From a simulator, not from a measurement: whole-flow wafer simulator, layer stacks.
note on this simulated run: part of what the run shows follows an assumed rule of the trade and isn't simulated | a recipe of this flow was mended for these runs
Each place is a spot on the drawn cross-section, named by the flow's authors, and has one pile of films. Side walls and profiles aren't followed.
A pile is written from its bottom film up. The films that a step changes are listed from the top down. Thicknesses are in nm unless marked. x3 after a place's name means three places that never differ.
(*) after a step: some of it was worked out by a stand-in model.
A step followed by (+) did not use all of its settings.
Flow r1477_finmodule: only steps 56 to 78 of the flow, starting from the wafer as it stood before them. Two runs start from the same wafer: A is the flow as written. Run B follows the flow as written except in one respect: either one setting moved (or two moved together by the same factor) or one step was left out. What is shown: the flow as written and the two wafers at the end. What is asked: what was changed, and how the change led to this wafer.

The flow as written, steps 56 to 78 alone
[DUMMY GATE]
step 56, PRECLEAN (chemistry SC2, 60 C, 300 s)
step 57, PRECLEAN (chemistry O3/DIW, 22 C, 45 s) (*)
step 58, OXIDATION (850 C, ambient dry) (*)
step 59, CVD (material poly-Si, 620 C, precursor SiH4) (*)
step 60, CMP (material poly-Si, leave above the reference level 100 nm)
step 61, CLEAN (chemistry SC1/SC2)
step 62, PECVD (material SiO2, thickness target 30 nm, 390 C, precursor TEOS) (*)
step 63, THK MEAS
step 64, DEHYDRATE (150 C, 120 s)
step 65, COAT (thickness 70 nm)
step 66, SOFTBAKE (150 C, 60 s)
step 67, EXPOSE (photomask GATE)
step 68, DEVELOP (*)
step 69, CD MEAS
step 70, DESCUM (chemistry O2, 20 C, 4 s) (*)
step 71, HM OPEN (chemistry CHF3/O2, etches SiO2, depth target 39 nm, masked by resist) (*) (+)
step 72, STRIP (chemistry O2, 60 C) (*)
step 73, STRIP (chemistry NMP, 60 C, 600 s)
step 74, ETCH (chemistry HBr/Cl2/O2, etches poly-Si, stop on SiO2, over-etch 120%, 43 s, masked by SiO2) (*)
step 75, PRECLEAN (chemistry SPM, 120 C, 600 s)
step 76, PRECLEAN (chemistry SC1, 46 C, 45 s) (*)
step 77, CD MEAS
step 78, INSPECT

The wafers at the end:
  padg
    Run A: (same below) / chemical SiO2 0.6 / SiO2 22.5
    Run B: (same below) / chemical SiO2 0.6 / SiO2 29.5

The reason: step 62, PECVD: thickness target 37 nm was run, though the flow has thickness target 30 nm.

How this came from the change, step by step:
  step 62, PECVD (material SiO2, thickness target 30 nm, 390 C, precursor TEOS) (*)
      pad, padg, elg x7 and 27 more: A SiO2 gains 30 (new film) | B SiO2 gains 37 (new film)
  step 71, HM OPEN (chemistry CHF3/O2, etches SiO2, depth target 39 nm, masked by resist) (*) (+)
      pad, elo x7, eso x6, e200so, s40co x3: A SiO2 loses 30 (all of it), chemical SiO2 loses 0.6 (all of it), poly-Si loses 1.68 | B SiO2 loses 37 (all of it), chemical SiO2 loses 0.6 (all of it), poly-Si loses 0.28
